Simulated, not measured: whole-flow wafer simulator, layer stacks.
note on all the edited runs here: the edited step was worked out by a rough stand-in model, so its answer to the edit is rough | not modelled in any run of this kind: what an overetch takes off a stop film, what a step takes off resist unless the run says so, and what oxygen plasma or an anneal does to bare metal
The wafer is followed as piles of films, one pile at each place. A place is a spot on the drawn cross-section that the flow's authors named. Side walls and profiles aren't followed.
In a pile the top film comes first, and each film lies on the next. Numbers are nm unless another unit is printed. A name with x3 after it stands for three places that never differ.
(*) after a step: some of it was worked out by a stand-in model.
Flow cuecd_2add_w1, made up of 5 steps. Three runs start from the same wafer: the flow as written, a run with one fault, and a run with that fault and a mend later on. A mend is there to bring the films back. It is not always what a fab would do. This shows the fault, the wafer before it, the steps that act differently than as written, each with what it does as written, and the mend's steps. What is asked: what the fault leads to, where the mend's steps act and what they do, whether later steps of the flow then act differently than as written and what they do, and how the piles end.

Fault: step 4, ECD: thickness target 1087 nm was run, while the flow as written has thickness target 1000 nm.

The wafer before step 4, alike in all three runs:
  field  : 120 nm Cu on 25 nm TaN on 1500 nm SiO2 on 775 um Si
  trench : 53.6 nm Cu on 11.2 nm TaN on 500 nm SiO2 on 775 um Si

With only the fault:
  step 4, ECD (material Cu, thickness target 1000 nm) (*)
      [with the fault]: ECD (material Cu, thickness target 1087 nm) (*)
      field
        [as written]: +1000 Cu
        [with the fault]: +1087 Cu
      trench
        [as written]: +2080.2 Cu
        [with the fault]: +2167.2 Cu
  Later steps of the flow that are run all act as written at every place that is followed.
  By the end, the piles at field, trench depart from the flow's by more than 2% or 0.5 nm, whichever is larger.
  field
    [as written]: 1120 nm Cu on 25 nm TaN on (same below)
    [with the fault]: 1207 nm Cu on 25 nm TaN on (same below)
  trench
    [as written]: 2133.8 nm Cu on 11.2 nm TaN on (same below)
    [with the fault]: 2220.8 nm Cu on 11.2 nm TaN on (same below)

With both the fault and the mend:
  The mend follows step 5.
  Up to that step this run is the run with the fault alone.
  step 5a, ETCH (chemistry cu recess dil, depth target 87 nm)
      field, trench
        -87 Cu
  Later steps of the flow that are run all act as written at every place that is followed.
  By the end, the piles equal the flow's at every place that both follow.
